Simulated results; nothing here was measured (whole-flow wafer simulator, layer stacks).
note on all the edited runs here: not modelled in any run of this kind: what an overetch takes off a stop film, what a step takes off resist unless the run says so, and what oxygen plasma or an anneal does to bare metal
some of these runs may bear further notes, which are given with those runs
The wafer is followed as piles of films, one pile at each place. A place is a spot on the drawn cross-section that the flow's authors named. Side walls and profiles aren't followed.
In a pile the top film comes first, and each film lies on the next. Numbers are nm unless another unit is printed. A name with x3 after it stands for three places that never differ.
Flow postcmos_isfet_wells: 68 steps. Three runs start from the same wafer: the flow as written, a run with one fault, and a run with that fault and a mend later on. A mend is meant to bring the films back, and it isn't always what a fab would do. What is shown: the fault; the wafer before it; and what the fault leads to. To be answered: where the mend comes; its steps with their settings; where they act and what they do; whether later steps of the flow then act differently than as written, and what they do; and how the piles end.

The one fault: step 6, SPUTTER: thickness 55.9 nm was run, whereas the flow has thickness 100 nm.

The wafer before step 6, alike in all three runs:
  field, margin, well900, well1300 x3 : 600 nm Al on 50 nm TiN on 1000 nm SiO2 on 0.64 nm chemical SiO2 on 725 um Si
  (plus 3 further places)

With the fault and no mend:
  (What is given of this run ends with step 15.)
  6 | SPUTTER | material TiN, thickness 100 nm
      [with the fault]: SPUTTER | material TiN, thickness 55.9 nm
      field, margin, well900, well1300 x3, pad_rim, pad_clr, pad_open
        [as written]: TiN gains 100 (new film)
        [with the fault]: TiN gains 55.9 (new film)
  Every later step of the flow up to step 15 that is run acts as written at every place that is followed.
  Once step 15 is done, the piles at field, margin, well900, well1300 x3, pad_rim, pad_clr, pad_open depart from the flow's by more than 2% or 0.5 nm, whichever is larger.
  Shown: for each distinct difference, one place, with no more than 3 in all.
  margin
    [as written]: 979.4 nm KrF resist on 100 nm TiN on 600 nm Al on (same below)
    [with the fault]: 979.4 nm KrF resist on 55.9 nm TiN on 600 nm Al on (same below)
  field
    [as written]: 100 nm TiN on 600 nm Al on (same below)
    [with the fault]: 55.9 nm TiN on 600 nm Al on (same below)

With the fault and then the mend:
  The mend follows step 6.
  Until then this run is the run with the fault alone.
  6a | ETCH | chemistry peroxide tin strip, depth target 64.29 nm
      field, margin, well900, well1300 x3, pad_rim, pad_clr, pad_open
        TiN loses 55.9 (all of it)
  6b | SPUTTER | material TiN, thickness 100 nm (the flow's step 6 again)
      field, margin, well900, well1300 x3, pad_rim, pad_clr, pad_open
        TiN gains 100 (new film)
  Every later step of the flow that is run acts as written at every place that is followed.
  The piles end the same as the flow's at every place that both follow.
